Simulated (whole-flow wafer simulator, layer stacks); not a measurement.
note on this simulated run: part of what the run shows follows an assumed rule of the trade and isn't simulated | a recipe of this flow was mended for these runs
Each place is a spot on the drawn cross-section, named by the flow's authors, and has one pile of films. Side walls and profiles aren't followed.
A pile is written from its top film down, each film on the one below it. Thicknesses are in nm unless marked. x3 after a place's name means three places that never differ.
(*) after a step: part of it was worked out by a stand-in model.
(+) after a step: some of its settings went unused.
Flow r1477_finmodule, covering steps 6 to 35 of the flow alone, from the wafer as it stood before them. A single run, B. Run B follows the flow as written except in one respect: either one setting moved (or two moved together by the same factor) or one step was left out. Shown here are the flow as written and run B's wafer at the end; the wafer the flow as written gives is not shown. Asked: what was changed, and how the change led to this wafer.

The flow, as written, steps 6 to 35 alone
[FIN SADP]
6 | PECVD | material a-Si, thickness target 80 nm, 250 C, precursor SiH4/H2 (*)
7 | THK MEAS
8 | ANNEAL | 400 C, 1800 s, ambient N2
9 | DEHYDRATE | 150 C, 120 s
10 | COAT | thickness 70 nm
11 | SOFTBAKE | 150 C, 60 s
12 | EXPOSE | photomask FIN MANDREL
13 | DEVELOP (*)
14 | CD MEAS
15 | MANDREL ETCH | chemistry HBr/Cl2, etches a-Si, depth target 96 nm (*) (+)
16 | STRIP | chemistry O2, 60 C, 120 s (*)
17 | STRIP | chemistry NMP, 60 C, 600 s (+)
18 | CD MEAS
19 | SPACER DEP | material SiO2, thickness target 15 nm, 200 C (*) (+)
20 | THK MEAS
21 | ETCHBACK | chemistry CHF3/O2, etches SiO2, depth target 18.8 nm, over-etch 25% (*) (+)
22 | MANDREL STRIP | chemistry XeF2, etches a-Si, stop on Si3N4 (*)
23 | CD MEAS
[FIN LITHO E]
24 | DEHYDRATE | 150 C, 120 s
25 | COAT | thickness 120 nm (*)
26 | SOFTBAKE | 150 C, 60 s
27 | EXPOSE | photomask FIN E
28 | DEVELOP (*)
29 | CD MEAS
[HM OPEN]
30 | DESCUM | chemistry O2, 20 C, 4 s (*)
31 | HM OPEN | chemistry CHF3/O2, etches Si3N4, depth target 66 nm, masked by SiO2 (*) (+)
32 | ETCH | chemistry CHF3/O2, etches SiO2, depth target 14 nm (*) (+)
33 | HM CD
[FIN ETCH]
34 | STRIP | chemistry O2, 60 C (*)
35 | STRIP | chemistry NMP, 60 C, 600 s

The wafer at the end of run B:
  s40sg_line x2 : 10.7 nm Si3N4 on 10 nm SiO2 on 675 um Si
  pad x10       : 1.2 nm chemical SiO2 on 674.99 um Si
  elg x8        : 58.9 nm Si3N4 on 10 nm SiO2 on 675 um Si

Cause: step 15, MANDREL ETCH: depth target 79.2 nm was run, while the flow as written has depth target 96 nm.

The path from the change to this, step by step:
  15 | MANDREL ETCH | chemistry HBr/Cl2, etches a-Si, depth target 96 nm (*) (+)
      pad x10, elg x8, s40sg x2, s40sg_line x2, s45sg x2, s45sg_line x2, s50sg x2, s50sg_line x2: -79.2 a-Si (in the flow as written it would be: -80 a-Si (all of it), -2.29 Si3N4)
      s40cg x2, s45cg x2, s50cg x2: -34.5 e-beam-resist (in the flow as written it would be: -41 e-beam-resist)
  16 | STRIP | chemistry O2, 60 C, 120 s (*)
      pad x10, elg x8, s40sg x2, s40sg_line x2, s45sg x2, s45sg_line x2, s50sg x2, s50sg_line x2: +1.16 chemical SiO2 (new film), -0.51 a-Si (in the flow as written it would be: nothing)
      s40cg x2, s45cg x2, s50cg x2: +0.78 chemical SiO2 (new film), -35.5 e-beam-resist (all of it), -0.34 a-Si (in the flow as written it would be: +0.89 chemical SiO2 (new film), -29 e-beam-resist (all of it), -0.39 a-Si)
  21 | ETCHBACK | chemistry CHF3/O2, etches SiO2, depth target 18.8 nm, over-etch 25% (*) (+)
      pad x10, elg x8, s40sg x2, s45sg x2, s50sg x2: -15 SiO2 (all of it), -1.16 chemical SiO2 (all of it), -0.29 a-Si (all of it), -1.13 Si3N4 (in the flow as written it would be: -15 SiO2 (all of it), -3.62 Si3N4)
  22 | MANDREL STRIP | chemistry XeF2, etches a-Si, stop on Si3N4 (*)
      s40sg_line x2, s45sg_line x2, s50sg_line x2: under 1 film: -1.16 chemical SiO2 (all of it), -0.29 a-Si (all of it) (in the flow as written it would be: nothing)
  25 | COAT | thickness 120 nm (*)
      s40cg x2: +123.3 e-beam-resist (new film) (in the flow as written it would be: +136.7 e-beam-resist (new film))
      s40sg x2: +124.4 e-beam-resist (new film) (in the flow as written it would be: +142.6 e-beam-resist (new film))
      (and at 14 other places as well)
  28 | DEVELOP (*)
      s40cg x2: -123.3 e-beam-resist (all of it) (in the flow as written it would be: -136.7 e-beam-resist (all of it))
      s40sg x2: -124.4 e-beam-resist (all of it) (in the flow as written it would be: -142.6 e-beam-resist (all of it))
      (and at 14 other places as well)
  31 | HM OPEN | chemistry CHF3/O2, etches Si3N4, depth target 66 nm, masked by SiO2 (*) (+)
      s40sg_line x2, s45sg_line x2, s50sg_line x2: -15 SiO2 (all of it), -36 Si3N4 (in the flow as written it would be: -33 SiO2)
      pad x10, s40sg x2, s45sg x2, s50sg x2: -58.9 Si3N4 (all of it), -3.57 SiO2 (in the flow as written it would be: -54.1 Si3N4 (all of it), -5.95 SiO2)
  32 | ETCH | chemistry CHF3/O2, etches SiO2, depth target 14 nm (*) (+)
      s40sg_line x2, s45sg_line x2, s50sg_line x2: -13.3 Si3N4 (in the flow as written it would be: -14 SiO2)
      pad x10, s40sg x2, s45sg x2, s50sg x2: -6.43 SiO2 (all of it), -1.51 Si (in the flow as written it would be: -4.05 SiO2 (all of it), -1.99 Si)
